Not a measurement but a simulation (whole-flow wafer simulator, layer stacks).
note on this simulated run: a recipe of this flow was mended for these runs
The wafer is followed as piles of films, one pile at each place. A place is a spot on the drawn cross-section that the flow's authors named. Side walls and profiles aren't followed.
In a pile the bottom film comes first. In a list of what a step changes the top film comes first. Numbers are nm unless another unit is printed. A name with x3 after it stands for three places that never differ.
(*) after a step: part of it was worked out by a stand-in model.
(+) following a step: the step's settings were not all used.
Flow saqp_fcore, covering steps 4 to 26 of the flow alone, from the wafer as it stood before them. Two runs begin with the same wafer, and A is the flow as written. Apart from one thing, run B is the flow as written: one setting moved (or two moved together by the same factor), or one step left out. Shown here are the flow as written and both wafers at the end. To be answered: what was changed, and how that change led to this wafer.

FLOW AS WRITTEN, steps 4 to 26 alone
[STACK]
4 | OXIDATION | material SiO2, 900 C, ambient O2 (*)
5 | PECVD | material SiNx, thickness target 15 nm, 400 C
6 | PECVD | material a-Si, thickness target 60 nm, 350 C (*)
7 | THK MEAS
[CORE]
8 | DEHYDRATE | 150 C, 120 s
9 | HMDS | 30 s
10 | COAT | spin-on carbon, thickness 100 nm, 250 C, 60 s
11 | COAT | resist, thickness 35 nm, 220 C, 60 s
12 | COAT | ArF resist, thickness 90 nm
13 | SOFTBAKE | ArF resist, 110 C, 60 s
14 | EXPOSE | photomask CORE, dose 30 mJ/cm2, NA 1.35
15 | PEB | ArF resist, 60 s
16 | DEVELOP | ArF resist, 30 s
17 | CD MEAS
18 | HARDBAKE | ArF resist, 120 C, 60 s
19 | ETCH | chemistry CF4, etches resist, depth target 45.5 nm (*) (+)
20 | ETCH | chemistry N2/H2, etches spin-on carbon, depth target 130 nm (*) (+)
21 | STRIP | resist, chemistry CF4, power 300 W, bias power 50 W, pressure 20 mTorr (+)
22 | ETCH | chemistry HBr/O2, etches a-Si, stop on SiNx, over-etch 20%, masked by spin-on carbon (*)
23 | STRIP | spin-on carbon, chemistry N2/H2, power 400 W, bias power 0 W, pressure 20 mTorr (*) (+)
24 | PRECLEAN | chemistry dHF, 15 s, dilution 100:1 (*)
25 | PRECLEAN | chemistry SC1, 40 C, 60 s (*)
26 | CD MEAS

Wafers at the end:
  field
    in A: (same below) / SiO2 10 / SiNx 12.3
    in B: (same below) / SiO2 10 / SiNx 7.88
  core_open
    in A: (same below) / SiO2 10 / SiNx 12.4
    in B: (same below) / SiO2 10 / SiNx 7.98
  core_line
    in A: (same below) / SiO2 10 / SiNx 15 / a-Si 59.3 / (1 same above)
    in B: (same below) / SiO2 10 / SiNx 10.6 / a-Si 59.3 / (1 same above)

What caused this: step 5, PECVD: thickness target 10.6 nm was run, while the flow as written has thickness target 15 nm.
One can read it off the wafer: core_line has SiNx 10.6, and step 5 as written asks for 15 nm.

How this came from the change, step by step:
  5 | PECVD | material SiNx, thickness target 15 nm, 400 C
      field, core_open, core_line: A SiNx gains 15 (new film) | B SiNx gains 10.6 (new film)
